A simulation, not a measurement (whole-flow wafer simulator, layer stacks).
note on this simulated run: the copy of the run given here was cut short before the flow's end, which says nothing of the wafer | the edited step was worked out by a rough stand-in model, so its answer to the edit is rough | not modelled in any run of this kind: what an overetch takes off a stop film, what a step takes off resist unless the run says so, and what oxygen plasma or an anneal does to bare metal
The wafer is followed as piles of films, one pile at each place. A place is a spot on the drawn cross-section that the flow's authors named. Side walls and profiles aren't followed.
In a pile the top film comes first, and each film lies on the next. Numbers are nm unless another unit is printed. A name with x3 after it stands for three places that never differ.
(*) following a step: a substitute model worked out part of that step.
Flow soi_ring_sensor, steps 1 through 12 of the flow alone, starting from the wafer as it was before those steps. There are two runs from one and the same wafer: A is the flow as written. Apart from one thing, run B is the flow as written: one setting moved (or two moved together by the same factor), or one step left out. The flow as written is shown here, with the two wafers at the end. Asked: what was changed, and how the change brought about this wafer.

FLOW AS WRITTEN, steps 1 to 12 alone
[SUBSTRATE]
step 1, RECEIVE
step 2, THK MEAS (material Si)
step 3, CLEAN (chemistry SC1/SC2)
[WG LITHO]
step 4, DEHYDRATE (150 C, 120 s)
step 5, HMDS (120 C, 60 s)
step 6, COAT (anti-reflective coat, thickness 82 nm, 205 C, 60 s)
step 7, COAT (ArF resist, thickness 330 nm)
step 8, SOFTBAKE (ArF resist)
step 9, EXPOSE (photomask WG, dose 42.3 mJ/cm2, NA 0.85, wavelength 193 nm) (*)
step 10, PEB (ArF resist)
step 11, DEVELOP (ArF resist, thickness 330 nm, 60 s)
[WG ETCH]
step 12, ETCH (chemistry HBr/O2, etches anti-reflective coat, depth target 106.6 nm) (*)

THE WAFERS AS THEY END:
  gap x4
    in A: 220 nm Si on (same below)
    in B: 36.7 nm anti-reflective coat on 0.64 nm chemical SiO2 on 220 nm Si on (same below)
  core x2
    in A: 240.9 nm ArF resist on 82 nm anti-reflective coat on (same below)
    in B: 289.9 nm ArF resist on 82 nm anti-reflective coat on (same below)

What caused this: step 12, ETCH: depth target 45.3 nm was run, though the flow has depth target 106.6 nm.

Step by step, how the change led to this:
  step 12, ETCH (chemistry HBr/O2, etches anti-reflective coat, depth target 106.6 nm) (*)
      gap x4: A -82 anti-reflective coat (all of it), -0.64 chemical SiO2 (all of it) | B -45.3 anti-reflective coat
      core x2: A -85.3 ArF resist | B -36.2 ArF resist
